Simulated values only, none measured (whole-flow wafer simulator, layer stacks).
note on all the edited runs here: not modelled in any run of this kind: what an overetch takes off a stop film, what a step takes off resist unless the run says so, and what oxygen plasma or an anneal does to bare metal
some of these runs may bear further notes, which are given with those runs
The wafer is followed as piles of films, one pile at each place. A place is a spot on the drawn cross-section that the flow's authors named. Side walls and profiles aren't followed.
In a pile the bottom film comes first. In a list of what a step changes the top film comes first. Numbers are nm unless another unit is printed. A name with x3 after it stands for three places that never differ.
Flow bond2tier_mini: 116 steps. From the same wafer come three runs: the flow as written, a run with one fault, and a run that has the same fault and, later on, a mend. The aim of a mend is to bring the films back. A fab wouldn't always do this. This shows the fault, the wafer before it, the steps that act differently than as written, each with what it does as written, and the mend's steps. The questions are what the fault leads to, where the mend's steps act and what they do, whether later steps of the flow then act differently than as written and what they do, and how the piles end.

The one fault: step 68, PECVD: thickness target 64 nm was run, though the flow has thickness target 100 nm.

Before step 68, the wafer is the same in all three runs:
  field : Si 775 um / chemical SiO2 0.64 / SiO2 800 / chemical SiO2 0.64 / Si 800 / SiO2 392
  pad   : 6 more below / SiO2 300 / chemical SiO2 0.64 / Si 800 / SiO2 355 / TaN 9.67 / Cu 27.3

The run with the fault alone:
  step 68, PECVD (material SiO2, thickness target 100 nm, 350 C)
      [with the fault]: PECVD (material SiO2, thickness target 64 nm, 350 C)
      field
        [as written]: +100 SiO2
        [with the fault]: +64 SiO2
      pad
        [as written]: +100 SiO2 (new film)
        [with the fault]: +64 SiO2 (new film)
  Later steps of the flow acting differently than as written (not shown: 2 more steps that differ only slightly, by at most 2% or 0.5 nm, whichever is larger):
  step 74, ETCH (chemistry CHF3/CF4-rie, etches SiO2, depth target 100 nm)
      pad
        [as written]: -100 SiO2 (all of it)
        [with the fault]: -64 SiO2 (all of it), -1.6 Cu
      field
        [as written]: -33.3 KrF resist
        [with the fault]: -32 KrF resist
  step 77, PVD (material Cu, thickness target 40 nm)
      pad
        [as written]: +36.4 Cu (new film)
        [with the fault]: +37.6 Cu (new film)
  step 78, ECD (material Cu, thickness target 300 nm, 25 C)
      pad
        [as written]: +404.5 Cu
        [with the fault]: +368.5 Cu
  By the end, the piles at field, pad depart from the flow's by more than 2% or 0.5 nm, whichever is larger.
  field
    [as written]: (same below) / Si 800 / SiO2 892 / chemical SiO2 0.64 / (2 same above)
    [with the fault]: (same below) / Si 800 / SiO2 856 / chemical SiO2 0.64 / (2 same above)
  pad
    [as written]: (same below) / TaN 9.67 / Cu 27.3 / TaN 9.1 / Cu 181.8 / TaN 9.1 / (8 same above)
    [with the fault]: (same below) / TaN 9.67 / Cu 25.7 / TaN 9.45 / Cu 147 / TaN 9.1 / (8 same above)

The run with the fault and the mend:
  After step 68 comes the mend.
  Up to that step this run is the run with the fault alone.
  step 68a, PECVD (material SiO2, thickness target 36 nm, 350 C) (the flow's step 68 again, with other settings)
      field, pad
        +36 SiO2
  Later steps of the flow that are run all act as written at every place that is followed.
  At every place that both follow, the piles at the end match the flow's.
